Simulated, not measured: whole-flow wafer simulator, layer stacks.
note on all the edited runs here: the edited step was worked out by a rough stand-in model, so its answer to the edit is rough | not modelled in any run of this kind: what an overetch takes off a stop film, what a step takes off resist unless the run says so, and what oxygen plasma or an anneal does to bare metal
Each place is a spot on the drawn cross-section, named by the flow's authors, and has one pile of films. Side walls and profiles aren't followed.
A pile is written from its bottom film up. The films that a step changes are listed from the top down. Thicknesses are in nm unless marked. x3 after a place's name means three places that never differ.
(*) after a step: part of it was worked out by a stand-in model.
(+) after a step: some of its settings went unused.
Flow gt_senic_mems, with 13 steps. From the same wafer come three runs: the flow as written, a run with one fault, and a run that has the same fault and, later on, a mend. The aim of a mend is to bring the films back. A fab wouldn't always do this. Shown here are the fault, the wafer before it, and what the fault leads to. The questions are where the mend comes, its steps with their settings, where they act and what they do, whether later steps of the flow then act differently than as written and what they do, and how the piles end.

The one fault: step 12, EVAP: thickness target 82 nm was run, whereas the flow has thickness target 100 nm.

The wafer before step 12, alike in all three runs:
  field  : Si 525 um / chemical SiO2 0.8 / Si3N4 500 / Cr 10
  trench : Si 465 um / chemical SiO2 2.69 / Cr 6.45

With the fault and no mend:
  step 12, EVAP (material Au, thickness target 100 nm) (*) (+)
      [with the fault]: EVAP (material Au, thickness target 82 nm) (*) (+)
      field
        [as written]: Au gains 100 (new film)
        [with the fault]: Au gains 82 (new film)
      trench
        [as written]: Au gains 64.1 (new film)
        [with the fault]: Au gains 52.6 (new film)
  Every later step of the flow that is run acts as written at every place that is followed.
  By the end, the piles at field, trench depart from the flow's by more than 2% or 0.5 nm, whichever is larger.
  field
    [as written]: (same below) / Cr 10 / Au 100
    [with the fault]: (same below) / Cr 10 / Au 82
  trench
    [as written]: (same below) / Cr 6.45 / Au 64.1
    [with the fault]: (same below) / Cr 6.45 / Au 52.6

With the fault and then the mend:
  The mend follows step 13.
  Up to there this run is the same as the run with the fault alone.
  step 13a, EVAP (material Au, thickness target 17.5 nm) (*) (+) (a further turn of the flow's step 12, with different settings)
      field
        Au gains 17.5
      trench
        Au gains 11.3
  Every later step of the flow that is run acts as written at every place that is followed.
  At the end the piles are close to the flow's at the places that both follow, differing by at most 2% or 0.5 nm, whichever is larger.
